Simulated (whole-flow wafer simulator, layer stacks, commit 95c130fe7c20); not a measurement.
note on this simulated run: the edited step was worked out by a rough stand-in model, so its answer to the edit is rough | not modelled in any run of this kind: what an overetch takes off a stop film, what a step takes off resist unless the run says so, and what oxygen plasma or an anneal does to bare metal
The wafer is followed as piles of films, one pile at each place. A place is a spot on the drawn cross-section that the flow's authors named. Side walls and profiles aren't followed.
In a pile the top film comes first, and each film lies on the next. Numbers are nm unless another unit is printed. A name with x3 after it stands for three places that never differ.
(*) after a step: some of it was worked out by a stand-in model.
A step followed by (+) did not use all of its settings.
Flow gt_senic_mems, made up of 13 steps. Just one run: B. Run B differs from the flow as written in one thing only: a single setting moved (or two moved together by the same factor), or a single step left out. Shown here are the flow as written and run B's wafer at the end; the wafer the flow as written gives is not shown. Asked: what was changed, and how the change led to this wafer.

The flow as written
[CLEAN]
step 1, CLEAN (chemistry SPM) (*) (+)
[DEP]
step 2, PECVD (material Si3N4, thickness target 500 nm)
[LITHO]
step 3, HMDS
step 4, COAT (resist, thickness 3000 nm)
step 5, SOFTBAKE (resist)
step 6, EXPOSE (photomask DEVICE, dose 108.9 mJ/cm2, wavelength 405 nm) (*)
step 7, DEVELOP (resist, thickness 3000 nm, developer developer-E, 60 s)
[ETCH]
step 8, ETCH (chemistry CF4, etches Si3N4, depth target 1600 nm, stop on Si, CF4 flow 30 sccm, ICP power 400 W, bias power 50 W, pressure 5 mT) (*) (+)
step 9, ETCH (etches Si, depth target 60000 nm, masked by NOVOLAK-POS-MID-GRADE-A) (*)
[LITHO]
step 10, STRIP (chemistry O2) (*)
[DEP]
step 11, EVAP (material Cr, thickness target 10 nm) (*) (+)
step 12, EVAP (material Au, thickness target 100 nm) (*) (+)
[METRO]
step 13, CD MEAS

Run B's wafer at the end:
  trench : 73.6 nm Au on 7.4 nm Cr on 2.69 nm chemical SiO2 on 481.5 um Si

The reason: step 9, ETCH: depth target 43500 nm was run, whereas the flow has depth target 60000 nm.

Step by step, how the change led to this:
  step 9, ETCH (etches Si, depth target 60000 nm, masked by NOVOLAK-POS-MID-GRADE-A) (*)
      field: -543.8 resist (it would be, as written: -750 resist)
      trench: -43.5 um Si (it would be, as written: -60 um Si)
  step 10, STRIP (chemistry O2) (*)
      field: -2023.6 resist (all of it) (it would be, as written: -1817.3 resist (all of it))
  step 11, EVAP (material Cr, thickness target 10 nm) (*) (+)
      trench: +7.4 Cr (new film) (it would be, as written: +6.45 Cr (new film))
  step 12, EVAP (material Au, thickness target 100 nm) (*) (+)
      trench: +73.6 Au (new film) (it would be, as written: +64.1 Au (new film))
